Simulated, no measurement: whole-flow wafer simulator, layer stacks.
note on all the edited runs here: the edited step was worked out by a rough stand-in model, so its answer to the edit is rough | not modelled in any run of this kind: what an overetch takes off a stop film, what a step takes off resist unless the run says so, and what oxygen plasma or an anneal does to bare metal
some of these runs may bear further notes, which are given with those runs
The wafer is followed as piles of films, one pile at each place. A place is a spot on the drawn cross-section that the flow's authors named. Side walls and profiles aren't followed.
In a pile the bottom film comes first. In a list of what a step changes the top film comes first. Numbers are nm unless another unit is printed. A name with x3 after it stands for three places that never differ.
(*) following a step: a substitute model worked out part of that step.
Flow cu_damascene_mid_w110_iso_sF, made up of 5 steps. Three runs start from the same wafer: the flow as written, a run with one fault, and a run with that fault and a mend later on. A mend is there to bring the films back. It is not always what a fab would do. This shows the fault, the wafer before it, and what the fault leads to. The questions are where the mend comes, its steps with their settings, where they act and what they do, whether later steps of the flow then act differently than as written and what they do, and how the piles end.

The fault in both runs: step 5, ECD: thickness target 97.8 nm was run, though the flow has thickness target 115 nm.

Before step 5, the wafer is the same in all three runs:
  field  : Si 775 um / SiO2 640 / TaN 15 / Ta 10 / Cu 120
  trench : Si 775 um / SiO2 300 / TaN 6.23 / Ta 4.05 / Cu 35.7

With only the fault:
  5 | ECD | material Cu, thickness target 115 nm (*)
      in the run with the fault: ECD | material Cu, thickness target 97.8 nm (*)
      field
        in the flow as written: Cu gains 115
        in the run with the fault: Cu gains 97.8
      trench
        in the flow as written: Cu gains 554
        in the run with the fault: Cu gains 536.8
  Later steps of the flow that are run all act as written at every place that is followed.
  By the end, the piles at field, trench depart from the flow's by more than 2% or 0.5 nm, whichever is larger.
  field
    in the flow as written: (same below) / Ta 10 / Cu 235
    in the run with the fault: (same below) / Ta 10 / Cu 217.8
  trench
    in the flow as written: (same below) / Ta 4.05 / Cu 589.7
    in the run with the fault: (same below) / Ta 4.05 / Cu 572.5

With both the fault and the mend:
  The mend follows step 5.
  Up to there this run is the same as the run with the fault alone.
  5a | ECD | material Cu, thickness target 17.2 nm (the flow's step 5, run once more with other settings)
      field, trench
        Cu gains 17.2
  Later steps of the flow that are run all act as written at every place that is followed.
  By the end, the piles equal the flow's at every place that both follow.
